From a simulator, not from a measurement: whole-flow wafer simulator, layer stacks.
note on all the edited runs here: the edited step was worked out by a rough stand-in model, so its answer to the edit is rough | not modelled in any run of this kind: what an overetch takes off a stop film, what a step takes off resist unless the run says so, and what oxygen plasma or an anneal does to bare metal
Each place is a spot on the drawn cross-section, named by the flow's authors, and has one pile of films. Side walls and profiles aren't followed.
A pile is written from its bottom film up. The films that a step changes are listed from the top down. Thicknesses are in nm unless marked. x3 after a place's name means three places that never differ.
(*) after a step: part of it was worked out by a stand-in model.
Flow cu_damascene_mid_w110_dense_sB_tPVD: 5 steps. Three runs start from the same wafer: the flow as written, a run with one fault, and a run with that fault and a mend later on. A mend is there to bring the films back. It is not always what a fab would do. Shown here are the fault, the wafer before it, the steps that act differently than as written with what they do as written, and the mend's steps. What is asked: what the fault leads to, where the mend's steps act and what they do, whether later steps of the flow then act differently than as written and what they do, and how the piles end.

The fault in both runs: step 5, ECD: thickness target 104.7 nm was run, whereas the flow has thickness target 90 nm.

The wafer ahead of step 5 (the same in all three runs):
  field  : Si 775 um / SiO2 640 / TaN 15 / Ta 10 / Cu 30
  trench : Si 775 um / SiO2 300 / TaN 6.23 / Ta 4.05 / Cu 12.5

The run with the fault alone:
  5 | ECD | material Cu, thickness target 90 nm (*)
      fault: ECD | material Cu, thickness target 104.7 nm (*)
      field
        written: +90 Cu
        fault: +104.7 Cu
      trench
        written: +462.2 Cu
        fault: +476.9 Cu
  None of the later steps of the flow acts differently than as written at any place that is followed.
  The piles end different from the flow's at field, trench by more than 2% or 0.5 nm, whichever is larger.
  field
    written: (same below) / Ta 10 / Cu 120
    fault: (same below) / Ta 10 / Cu 134.7
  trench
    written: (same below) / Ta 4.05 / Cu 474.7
    fault: (same below) / Ta 4.05 / Cu 489.4

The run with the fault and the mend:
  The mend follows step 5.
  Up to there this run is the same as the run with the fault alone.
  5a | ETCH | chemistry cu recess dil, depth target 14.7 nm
      field, trench
        -14.7 Cu
  None of the later steps of the flow acts differently than as written at any place that is followed.
  By the end, the piles equal the flow's at every place that both follow.
